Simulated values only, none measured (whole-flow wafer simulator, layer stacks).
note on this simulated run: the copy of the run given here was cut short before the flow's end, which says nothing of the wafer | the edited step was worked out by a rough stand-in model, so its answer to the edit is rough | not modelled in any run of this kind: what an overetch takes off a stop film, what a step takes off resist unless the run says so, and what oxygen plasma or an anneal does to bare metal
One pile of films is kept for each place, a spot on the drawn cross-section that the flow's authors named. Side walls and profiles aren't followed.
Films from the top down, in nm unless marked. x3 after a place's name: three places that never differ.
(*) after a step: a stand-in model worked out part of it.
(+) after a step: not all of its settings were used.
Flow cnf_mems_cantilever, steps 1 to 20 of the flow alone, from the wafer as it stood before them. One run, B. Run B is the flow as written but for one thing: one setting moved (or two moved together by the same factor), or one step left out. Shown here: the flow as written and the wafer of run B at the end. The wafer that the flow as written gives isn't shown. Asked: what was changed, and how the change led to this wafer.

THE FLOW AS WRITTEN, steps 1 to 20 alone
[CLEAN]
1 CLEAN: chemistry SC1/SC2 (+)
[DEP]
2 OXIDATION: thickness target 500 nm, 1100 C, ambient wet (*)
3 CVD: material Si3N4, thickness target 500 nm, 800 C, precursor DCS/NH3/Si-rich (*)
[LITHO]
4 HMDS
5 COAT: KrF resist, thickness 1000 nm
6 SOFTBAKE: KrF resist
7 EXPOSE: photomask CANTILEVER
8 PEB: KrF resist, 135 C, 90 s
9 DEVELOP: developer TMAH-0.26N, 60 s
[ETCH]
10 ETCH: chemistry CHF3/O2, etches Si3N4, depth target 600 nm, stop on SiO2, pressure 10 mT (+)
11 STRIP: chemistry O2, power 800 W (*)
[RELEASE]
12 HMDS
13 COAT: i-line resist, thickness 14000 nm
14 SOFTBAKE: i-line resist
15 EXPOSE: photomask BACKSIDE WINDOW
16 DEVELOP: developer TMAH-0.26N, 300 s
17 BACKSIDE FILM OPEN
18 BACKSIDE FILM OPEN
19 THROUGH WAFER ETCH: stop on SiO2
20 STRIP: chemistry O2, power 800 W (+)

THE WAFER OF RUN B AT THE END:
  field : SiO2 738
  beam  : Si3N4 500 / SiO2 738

The cause: step 2, OXIDATION: thickness target 738 nm was run, where the flow has thickness target 500 nm.
It can be read off the wafer: field has SiO2 738, and step 2 as written asks for 500 nm.

How the change led to this, step by step:
  2 OXIDATION: thickness target 500 nm, 1100 C, ambient wet (*)
      field, beam: SiO2 +738 (new film), chemical SiO2 -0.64 (all of it), Si -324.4 (as written it would be: SiO2 +500 (new film), chemical SiO2 -0.64 (all of it), Si -219.7)
  19 THROUGH WAFER ETCH: stop on SiO2
      field: under 1 film: Si -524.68 um (all of it) (as written it would be: under 1 film: Si -524.78 um (all of it))
      beam: under 2 films: Si -524.68 um (all of it) (as written it would be: under 2 films: Si -524.78 um (all of it))
